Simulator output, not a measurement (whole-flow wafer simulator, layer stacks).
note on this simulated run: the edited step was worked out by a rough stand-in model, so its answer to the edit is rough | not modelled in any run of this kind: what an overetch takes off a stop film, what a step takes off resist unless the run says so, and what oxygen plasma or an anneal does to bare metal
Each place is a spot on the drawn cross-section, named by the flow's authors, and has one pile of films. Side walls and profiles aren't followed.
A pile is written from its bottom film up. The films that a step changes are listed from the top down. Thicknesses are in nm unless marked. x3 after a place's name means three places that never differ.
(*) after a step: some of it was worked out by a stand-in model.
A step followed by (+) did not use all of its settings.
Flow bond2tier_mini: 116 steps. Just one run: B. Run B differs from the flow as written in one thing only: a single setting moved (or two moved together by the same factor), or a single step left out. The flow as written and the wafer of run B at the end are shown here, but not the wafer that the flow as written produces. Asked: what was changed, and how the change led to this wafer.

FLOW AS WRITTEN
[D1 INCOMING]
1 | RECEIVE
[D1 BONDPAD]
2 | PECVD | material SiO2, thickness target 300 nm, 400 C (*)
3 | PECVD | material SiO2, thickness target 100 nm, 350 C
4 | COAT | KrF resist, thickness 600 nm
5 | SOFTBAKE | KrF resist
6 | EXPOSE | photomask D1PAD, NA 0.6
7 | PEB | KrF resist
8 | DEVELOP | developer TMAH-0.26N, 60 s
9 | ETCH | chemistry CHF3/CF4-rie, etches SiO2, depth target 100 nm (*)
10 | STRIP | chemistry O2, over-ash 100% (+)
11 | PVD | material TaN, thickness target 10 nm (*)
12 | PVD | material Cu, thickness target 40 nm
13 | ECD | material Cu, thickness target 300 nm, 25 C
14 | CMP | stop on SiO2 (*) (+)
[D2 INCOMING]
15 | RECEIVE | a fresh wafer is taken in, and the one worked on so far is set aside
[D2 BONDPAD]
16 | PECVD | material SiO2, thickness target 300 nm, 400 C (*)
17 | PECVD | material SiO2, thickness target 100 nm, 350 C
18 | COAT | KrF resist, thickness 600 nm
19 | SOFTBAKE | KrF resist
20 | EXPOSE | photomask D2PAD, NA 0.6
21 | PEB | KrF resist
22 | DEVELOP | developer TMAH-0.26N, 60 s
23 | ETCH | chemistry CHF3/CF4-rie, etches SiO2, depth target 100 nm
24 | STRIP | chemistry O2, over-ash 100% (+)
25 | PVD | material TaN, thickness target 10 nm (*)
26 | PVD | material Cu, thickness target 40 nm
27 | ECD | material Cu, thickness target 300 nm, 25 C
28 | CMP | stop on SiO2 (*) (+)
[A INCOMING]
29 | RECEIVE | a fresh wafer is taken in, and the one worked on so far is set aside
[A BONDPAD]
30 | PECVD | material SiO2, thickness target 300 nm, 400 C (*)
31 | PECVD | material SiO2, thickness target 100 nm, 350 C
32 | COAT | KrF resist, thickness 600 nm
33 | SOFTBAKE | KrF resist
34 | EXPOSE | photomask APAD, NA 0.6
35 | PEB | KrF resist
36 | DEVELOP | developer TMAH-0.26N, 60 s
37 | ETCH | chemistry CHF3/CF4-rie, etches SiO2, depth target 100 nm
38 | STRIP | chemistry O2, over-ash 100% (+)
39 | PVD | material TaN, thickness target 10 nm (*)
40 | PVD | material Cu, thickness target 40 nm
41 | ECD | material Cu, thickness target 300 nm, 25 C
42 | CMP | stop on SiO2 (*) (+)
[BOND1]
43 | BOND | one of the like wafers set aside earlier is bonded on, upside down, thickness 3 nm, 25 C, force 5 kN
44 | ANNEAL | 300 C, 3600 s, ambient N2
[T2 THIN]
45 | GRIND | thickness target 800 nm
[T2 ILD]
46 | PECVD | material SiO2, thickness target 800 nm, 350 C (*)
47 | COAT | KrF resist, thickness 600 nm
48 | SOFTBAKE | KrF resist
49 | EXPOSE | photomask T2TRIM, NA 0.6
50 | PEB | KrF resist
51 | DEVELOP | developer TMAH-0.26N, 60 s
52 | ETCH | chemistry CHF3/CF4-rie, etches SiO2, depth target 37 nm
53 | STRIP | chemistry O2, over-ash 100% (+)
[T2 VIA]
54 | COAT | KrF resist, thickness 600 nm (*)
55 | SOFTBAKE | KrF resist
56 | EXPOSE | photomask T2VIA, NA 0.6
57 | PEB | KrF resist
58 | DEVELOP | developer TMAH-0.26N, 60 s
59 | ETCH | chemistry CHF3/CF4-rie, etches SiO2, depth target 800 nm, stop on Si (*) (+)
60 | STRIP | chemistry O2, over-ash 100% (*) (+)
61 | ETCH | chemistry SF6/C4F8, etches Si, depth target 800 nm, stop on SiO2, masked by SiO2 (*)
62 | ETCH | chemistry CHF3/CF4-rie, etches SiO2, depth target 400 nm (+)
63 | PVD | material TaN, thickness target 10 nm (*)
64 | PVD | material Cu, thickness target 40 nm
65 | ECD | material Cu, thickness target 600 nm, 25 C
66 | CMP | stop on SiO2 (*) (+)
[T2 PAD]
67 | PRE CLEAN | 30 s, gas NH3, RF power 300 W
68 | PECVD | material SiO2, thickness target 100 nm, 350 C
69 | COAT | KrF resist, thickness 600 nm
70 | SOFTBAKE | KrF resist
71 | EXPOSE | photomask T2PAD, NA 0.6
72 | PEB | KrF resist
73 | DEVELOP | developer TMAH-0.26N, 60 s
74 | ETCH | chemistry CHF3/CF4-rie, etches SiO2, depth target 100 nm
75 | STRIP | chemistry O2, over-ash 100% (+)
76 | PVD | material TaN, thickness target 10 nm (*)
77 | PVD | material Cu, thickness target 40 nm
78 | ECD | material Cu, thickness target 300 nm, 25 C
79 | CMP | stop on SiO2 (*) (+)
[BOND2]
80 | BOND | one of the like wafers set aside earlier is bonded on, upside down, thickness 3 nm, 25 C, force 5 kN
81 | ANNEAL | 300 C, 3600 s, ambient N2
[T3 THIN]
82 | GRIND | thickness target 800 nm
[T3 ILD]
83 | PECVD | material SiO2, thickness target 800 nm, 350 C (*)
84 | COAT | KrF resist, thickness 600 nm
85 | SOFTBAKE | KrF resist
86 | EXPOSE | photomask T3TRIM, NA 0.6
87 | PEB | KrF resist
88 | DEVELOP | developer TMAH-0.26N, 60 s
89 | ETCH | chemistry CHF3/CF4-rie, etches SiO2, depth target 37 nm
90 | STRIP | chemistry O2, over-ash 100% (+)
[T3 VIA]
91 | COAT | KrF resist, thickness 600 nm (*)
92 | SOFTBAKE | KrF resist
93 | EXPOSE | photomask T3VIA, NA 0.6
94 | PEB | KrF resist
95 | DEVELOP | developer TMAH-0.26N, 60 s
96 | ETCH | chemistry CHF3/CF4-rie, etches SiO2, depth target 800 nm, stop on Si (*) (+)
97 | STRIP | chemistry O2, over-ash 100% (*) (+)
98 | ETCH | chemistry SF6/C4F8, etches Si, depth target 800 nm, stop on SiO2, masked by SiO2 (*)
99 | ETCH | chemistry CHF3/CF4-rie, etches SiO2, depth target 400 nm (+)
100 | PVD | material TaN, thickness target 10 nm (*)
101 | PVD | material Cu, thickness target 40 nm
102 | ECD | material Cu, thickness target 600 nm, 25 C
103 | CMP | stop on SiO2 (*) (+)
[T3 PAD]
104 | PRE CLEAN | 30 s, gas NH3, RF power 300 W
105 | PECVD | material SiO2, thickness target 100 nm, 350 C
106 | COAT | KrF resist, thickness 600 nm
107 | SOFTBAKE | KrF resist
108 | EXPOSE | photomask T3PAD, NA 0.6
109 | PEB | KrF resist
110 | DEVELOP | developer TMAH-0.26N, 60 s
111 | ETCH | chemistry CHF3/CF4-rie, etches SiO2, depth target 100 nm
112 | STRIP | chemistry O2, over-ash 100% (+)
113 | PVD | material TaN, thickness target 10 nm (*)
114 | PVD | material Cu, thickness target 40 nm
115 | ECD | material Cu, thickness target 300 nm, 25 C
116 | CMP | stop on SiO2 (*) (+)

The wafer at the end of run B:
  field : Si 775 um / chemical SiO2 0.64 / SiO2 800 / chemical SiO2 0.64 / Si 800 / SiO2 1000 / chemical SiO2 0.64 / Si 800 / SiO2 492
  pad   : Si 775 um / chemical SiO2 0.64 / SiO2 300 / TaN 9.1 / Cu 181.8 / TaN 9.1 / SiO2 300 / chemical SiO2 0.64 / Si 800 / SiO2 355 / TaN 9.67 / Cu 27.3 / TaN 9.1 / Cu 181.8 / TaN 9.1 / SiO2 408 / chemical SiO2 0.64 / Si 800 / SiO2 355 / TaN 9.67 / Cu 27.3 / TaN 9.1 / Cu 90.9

Cause: step 16, PECVD: thickness target 408 nm was run, though the flow has thickness target 300 nm.
One can read it off the wafer: pad has SiO2 408, and step 16 as written asks for 300 nm.

How this came from the change, step by step:
  16 | PECVD | material SiO2, thickness target 300 nm, 400 C (*)
      field, pad, via: SiO2 gains 408 (new film) (it would be, as written: SiO2 gains 300 (new film))
  80 | BOND | one of the like wafers set aside earlier is bonded on, upside down, thickness 3 nm, 25 C, force 5 kN
      field: Si gains 775 um (new film), chemical SiO2 gains 0.64 (new film), SiO2 gains 508 (it would be, as written: Si gains 775 um (new film), chemical SiO2 gains 0.64 (new film), SiO2 gains 400)
      pad: Si gains 775 um (new film), chemical SiO2 gains 0.64 (new film), SiO2 gains 408 (new film), TaN gains 9.1 (new film), Cu gains 90.9 (it would be, as written: Si gains 775 um (new film), chemical SiO2 gains 0.64 (new film), SiO2 gains 300 (new film), TaN gains 9.1 (new film), Cu gains 90.9)
